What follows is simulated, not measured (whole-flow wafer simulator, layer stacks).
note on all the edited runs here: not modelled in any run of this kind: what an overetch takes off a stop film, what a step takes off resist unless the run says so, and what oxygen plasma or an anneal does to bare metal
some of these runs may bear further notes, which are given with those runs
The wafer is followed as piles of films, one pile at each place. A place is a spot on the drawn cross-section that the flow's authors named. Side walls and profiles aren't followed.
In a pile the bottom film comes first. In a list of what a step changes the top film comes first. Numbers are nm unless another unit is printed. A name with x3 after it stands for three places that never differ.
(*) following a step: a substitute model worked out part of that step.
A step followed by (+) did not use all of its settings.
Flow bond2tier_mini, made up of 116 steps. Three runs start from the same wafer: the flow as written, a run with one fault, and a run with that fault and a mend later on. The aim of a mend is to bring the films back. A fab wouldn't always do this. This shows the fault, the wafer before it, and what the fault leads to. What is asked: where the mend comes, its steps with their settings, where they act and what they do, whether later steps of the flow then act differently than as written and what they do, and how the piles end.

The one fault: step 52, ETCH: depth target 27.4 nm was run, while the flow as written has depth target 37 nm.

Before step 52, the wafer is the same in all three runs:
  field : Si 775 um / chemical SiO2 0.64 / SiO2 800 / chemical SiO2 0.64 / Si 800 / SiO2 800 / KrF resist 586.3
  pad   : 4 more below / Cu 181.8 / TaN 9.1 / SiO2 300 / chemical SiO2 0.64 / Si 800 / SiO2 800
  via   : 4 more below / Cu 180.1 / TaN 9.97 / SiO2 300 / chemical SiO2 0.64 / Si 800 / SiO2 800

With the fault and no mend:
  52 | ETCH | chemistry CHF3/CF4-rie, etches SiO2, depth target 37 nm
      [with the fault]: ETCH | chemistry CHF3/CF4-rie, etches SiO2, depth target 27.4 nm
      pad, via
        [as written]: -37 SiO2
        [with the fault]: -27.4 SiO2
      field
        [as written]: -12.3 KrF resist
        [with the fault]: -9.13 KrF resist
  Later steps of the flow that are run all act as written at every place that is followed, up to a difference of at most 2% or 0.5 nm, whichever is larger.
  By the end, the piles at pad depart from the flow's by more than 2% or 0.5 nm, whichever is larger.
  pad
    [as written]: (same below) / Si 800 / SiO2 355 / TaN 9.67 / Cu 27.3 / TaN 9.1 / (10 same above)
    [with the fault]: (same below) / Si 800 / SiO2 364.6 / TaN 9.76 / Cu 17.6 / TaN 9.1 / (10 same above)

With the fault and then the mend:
  The mend follows step 53.
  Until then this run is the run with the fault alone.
  53a | COAT | KrF resist, thickness 600 nm (*) (the flow's step 47 again)
      field
        +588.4 KrF resist (new film)
      pad
        +612.1 KrF resist (new film)
      via
        +610.6 KrF resist (new film)
  53b | SOFTBAKE | KrF resist (the flow's step 48 again)
      does not change any film at any place that is followed
  53c | EXPOSE | photomask T2TRIM, NA 0.6 (the flow's step 49 again)
      does not change any film at any place that is followed
  53d | PEB | KrF resist (the flow's step 50 again)
      does not change any film at any place that is followed
  53e | DEVELOP | developer TMAH-0.26N, 60 s (the flow's step 51 again)
      field
        -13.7 KrF resist
      pad
        -612.1 KrF resist (all of it)
      via
        -610.6 KrF resist (all of it)
  53f | ETCH | chemistry CHF3/CF4-rie, etches SiO2, depth target 9.6 nm (the flow's step 52 again, with other settings)
      pad, via
        -9.6 SiO2
      field
        -3.2 KrF resist
  53g | STRIP | chemistry O2, over-ash 100% (+) (the flow's step 53 again)
      field
        -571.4 KrF resist (all of it)
  Later steps of the flow that are run all act as written at every place that is followed.
  By the end, the piles equal the flow's at every place that both follow.
